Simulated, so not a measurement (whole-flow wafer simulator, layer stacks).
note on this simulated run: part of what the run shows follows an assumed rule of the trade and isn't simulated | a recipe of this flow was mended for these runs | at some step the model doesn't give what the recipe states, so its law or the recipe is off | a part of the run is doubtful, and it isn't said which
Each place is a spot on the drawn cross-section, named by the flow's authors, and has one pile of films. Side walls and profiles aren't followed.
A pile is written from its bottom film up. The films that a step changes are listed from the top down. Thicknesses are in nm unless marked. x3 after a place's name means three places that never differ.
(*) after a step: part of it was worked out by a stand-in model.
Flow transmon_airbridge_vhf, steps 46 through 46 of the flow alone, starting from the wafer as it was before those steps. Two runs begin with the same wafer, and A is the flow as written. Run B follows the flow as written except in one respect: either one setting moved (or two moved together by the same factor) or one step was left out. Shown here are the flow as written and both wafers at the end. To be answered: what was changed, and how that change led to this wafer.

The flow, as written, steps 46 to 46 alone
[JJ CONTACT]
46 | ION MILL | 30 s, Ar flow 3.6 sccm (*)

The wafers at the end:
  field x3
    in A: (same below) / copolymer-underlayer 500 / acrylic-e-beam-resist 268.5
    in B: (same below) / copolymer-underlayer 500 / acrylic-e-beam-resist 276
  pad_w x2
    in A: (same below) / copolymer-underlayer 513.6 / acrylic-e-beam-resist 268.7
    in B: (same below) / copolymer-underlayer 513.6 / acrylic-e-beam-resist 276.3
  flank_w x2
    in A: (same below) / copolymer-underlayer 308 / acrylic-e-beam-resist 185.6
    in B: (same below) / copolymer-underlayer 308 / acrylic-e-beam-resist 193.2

The reason: step 46, ION MILL: 16.5 s was run, though the flow has 30 s.

Step by step, how the change led to this:
  46 | ION MILL | 30 s, Ar flow 3.6 sccm (*)
      field x3, ground_far x3, pad_w x2, flank_w x2, gap_w x2, cpw_trace, margin_s x2, bridge_strip: A -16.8 acrylic-e-beam-resist | B -9.23 acrylic-e-beam-resist
      jj_line: A -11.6 Si | B -6.4 Si
